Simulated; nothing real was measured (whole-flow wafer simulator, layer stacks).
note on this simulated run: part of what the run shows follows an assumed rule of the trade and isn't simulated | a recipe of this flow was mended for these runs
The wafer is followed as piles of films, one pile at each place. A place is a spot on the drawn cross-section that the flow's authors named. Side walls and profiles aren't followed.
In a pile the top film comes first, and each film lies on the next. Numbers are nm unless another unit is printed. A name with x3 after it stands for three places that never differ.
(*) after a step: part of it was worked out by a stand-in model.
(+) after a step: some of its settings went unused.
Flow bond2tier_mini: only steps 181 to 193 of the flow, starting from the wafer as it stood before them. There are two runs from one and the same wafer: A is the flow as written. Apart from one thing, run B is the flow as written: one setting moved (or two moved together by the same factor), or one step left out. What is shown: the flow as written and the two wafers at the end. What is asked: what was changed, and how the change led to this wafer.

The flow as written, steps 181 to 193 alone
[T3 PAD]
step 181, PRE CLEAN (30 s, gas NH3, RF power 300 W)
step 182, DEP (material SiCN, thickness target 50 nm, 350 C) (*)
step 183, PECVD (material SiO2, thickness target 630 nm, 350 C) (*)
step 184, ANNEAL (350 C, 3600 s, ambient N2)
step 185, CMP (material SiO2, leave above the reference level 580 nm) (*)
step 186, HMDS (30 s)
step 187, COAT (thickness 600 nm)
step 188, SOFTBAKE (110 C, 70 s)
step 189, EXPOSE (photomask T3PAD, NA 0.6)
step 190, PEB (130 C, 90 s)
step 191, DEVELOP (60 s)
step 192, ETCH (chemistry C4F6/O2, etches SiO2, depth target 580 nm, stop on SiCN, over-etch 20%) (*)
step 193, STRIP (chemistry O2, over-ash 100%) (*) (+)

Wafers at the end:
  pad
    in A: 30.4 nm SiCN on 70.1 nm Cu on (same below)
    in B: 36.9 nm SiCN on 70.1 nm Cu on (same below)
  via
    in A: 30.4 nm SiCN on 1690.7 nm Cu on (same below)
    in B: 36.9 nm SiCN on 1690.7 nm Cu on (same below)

The reason: step 192, ETCH: depth target 548.3 nm was run, while the flow as written has depth target 580 nm.

Step by step, how the change led to this:
  step 192, ETCH (chemistry C4F6/O2, etches SiO2, depth target 580 nm, stop on SiCN, over-etch 20%) (*)
      pad, via: A SiO2 loses 580 (all of it), SiCN loses 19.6 | B SiO2 loses 580 (all of it), SiCN loses 13.1
      field: A thick-KrF-resist loses 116 | B thick-KrF-resist loses 109.7
